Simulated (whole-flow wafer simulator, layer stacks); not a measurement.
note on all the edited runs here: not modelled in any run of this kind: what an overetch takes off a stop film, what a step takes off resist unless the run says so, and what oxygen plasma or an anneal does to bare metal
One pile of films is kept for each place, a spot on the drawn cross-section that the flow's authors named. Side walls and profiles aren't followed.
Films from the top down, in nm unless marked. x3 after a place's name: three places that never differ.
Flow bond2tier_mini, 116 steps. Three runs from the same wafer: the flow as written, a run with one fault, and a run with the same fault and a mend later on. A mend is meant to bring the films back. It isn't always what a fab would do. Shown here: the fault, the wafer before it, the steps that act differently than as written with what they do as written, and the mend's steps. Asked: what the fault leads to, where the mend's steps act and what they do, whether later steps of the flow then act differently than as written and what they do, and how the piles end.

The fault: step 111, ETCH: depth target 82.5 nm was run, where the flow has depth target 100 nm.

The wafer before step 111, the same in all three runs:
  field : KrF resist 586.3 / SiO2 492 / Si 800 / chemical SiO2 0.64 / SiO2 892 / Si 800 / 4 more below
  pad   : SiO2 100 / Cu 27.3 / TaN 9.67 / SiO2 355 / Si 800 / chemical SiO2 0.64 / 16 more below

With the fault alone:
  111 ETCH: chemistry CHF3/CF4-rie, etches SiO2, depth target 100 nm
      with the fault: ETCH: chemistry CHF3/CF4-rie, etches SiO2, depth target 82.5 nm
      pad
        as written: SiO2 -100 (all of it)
        with the fault: SiO2 -82.5
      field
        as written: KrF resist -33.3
        with the fault: KrF resist -27.5
  Later steps of the flow that act differently than as written (3 more steps differ only slightly, by at most 2% or 0.5 nm, whichever is larger, and aren't shown):
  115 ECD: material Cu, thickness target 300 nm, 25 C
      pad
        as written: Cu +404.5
        with the fault: Cu +386.2
  At the end the piles differ from the flow's by more than 2% or 0.5 nm, whichever is larger, at pad.
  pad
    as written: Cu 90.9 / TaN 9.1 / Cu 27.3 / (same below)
    with the fault: Cu 73.2 / TaN 9.26 / SiO2 17.5 / Cu 27.3 / (same below)

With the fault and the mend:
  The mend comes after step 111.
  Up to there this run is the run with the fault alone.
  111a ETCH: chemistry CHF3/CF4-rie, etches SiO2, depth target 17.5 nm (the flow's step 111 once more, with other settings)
      field
        KrF resist -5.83
      pad
        SiO2 -17.5 (all of it)
  No later step of the flow acts differently than as written at any place that is followed.
  At the end the piles are the same as the flow's at every place that both follow.
